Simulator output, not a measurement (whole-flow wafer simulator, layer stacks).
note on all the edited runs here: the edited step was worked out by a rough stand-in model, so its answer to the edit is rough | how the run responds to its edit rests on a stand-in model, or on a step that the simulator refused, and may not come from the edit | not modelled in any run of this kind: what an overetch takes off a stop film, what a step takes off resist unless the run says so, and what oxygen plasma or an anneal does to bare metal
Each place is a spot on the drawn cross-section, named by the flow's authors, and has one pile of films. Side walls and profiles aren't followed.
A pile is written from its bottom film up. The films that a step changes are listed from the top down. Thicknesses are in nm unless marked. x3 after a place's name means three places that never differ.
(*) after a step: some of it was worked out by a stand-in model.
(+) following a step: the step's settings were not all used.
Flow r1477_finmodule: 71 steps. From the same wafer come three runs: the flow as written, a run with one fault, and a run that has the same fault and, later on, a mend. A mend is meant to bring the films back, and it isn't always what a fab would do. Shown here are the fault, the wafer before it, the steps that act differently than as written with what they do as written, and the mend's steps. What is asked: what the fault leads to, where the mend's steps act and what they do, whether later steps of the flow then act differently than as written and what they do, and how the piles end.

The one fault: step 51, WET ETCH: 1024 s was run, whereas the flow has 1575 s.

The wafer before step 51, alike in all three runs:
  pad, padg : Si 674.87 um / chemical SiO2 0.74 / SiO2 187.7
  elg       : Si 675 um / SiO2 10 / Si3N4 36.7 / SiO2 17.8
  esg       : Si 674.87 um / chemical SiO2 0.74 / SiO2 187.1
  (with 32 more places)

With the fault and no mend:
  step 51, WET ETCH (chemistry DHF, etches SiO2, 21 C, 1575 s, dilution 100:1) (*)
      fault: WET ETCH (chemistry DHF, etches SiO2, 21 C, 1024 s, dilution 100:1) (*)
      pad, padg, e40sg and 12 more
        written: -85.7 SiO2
        fault: -55.7 SiO2
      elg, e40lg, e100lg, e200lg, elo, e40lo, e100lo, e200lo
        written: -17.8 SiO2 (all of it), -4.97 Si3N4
        fault: -17.8 SiO2 (all of it), -2.72 Si3N4
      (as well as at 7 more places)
  Steps later in the flow that act otherwise than as written (1 more step, not shown, differs only slightly: by at most 2% or 0.5 nm, whichever is larger):
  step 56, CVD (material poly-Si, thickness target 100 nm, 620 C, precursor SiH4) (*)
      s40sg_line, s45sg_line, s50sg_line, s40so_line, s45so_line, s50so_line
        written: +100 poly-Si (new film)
        fault: +107.1 poly-Si (new film)
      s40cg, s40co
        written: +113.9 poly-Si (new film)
        fault: +100 poly-Si (new film)
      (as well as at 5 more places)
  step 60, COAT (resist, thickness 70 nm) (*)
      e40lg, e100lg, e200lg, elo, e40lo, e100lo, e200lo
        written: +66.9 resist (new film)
        fault: +68.3 resist (new film)
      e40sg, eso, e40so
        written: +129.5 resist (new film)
        fault: +103.2 resist (new film)
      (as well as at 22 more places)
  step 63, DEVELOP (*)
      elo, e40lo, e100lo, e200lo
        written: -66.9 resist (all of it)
        fault: -68.3 resist (all of it)
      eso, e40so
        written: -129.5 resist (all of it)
        fault: -103.2 resist (all of it)
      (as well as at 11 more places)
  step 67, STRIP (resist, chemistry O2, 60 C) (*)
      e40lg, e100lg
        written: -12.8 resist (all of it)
        fault: -14.1 resist (all of it)
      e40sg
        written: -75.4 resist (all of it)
        fault: -49.1 resist (all of it)
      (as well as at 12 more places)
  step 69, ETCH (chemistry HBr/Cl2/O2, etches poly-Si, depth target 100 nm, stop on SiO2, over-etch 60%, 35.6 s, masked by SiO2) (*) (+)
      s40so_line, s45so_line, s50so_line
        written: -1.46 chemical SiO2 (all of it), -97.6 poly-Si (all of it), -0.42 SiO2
        fault: -1.31 chemical SiO2 (all of it), -104.8 poly-Si (all of it), -0.28 SiO2
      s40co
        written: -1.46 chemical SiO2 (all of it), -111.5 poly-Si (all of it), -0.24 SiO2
        fault: -1.31 chemical SiO2 (all of it), -97.6 poly-Si (all of it), -0.42 SiO2
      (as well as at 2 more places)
  By the end, the piles at pad, padg, elg and 30 more depart from the flow's by more than 2% or 0.5 nm, whichever is larger.
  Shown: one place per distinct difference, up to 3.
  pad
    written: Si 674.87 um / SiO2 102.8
    fault: Si 674.87 um / SiO2 132.7
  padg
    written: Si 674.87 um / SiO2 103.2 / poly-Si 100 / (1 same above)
    fault: Si 674.87 um / SiO2 133.2 / poly-Si 100 / (1 same above)
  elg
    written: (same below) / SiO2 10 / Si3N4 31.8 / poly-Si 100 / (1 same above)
    fault: (same below) / SiO2 10 / Si3N4 34 / poly-Si 100 / (1 same above)

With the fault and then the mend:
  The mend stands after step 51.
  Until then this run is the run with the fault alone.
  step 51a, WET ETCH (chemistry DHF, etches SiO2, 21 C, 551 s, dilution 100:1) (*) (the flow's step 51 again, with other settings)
      pad, padg, e40sg and 12 more
        -30 SiO2
      elg, e40lg, e100lg, e200lg, elo, e40lo, e100lo, e200lo
        -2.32 Si3N4
      esg, s40cg, s45cg, s50cg, s40co, s45co, s50co
        -27.7 SiO2
  None of the later steps of the flow differs from how it acts as written, at any place that is followed, by more than 2% or 0.5 nm, whichever is larger.
  When the end is reached, the piles differ only a little from the flow's at the places that both follow, at most by 2% or 0.5 nm, whichever is larger.
